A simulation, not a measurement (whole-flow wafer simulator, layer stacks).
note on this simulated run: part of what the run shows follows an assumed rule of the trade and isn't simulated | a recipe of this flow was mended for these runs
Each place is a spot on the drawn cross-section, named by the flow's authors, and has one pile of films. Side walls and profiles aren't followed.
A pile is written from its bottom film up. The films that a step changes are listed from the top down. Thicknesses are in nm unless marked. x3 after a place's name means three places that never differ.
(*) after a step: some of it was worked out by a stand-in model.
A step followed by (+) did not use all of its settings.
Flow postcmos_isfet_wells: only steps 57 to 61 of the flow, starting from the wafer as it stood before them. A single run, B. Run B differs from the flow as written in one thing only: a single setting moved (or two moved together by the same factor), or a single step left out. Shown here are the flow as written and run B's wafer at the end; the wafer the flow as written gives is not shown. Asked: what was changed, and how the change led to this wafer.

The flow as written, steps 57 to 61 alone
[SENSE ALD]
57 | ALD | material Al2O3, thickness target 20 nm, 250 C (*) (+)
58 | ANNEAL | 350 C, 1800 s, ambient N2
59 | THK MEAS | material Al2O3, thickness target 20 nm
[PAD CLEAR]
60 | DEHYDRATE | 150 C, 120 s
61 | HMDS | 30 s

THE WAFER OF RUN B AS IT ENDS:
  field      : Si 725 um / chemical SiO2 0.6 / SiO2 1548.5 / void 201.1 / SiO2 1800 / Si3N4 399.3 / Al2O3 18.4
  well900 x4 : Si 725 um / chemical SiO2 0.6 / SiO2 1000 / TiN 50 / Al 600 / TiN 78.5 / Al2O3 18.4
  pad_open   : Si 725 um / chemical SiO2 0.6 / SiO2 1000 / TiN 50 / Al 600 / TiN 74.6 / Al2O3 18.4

Cause: step 57, ALD: 100 C was run, whereas the flow has 250 C.

Step by step, how the change led to this:
  57 | ALD | material Al2O3, thickness target 20 nm, 250 C (*) (+)
      field, margin x3, well900 x4, pad_open: Al2O3 gains 18.4 (new film) (in the flow as written it would be: Al2O3 gains 20 (new film))
